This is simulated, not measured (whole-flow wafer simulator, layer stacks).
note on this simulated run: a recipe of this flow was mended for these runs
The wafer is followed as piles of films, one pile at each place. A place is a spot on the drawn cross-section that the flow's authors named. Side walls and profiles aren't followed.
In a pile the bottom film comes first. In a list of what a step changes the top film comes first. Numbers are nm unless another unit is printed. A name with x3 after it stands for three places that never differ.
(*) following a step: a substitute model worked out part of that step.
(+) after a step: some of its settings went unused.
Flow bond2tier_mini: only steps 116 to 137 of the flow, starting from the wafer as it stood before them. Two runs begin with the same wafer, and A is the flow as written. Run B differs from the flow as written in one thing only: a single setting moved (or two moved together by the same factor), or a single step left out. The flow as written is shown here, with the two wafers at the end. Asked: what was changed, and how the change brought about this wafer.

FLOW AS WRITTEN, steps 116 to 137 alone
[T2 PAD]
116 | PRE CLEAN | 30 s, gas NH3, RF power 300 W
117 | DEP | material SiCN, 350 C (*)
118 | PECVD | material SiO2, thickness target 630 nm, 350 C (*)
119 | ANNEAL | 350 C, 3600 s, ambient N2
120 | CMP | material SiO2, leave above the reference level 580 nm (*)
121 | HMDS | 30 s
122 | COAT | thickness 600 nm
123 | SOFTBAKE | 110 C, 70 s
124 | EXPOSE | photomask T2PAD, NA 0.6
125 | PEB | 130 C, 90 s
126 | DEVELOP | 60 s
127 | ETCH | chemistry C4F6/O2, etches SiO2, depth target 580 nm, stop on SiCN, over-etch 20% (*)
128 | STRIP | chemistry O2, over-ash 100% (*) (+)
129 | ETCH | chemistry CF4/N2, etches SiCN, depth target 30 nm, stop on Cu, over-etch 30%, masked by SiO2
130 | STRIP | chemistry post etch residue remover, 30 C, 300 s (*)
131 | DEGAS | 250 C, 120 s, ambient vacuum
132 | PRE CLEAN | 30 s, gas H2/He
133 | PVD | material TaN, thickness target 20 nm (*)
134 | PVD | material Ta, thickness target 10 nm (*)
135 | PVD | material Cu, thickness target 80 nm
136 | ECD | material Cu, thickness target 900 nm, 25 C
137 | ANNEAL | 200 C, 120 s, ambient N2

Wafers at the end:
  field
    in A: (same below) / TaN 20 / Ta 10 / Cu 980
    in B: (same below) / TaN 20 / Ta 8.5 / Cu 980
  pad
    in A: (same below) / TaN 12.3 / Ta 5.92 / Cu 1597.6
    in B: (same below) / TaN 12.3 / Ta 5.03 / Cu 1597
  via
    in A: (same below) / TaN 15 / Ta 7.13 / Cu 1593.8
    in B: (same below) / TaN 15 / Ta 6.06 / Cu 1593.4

The reason: step 134, PVD: thickness target 8.5 nm was run, though the flow has thickness target 10 nm.
One can read it off the wafer: field has Ta 8.5, and step 134 as written asks for 10 nm.

How this came from the change, step by step:
  134 | PVD | material Ta, thickness target 10 nm (*)
      field: A Ta gains 10 (new film) | B Ta gains 8.5 (new film)
      pad: A Ta gains 5.92 (new film) | B Ta gains 5.03 (new film)
      (also at 1 further place)
